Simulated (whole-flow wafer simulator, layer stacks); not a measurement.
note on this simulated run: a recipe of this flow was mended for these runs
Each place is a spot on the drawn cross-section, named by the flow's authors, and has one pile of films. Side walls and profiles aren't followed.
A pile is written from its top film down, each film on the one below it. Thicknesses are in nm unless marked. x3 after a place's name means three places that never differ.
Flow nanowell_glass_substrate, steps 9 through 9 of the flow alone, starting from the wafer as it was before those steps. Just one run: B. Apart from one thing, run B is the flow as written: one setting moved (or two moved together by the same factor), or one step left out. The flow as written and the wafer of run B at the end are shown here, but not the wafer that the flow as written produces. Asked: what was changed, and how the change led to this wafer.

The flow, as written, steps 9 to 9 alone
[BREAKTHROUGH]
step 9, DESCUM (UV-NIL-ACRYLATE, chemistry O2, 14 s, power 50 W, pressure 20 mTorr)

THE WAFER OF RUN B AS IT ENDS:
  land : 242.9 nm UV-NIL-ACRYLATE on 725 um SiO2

The reason: step 9, DESCUM: 19.4 s was run, while the flow as written has 14 s.

Step by step, how the change led to this:
  step 9, DESCUM (UV-NIL-ACRYLATE, chemistry O2, 14 s, power 50 W, pressure 20 mTorr)
      land: UV-NIL-ACRYLATE loses 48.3 (as written it would have been: UV-NIL-ACRYLATE loses 34.9)
